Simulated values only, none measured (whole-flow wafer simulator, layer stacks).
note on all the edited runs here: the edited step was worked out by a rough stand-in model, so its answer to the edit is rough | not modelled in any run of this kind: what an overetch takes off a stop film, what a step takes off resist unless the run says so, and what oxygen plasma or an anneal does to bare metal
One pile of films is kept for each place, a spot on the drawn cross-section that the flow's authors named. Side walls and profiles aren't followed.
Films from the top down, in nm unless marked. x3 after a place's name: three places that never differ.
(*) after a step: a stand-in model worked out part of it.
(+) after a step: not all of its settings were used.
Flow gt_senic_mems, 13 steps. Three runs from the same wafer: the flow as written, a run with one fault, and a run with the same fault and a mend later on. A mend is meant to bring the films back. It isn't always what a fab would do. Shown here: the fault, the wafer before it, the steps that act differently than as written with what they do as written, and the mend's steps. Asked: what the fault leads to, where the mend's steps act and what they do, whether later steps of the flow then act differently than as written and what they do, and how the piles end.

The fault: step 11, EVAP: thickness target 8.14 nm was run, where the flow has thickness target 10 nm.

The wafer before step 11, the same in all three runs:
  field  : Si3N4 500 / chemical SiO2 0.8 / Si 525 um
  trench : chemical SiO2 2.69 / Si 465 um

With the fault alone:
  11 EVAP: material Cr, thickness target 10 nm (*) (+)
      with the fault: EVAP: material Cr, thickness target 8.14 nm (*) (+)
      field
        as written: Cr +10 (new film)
        with the fault: Cr +8.14 (new film)
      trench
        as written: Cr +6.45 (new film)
        with the fault: Cr +5.26 (new film)
  No later step of the flow acts differently than as written at any place that is followed.
  At the end the piles differ from the flow's by more than 2% or 0.5 nm, whichever is larger, at field, trench.
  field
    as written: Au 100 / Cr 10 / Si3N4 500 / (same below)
    with the fault: Au 100 / Cr 8.14 / Si3N4 500 / (same below)
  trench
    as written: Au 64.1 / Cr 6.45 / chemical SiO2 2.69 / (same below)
    with the fault: Au 64.1 / Cr 5.26 / chemical SiO2 2.69 / (same below)

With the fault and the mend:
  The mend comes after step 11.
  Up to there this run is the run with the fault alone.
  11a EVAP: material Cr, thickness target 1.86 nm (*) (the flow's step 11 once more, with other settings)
      field
        Cr +1.86
      trench
        Cr +1.2
  No later step of the flow acts differently than as written at any place that is followed.
  At the end the piles differ from the flow's only slightly at the places that both follow, by at most 2% or 0.5 nm, whichever is larger.
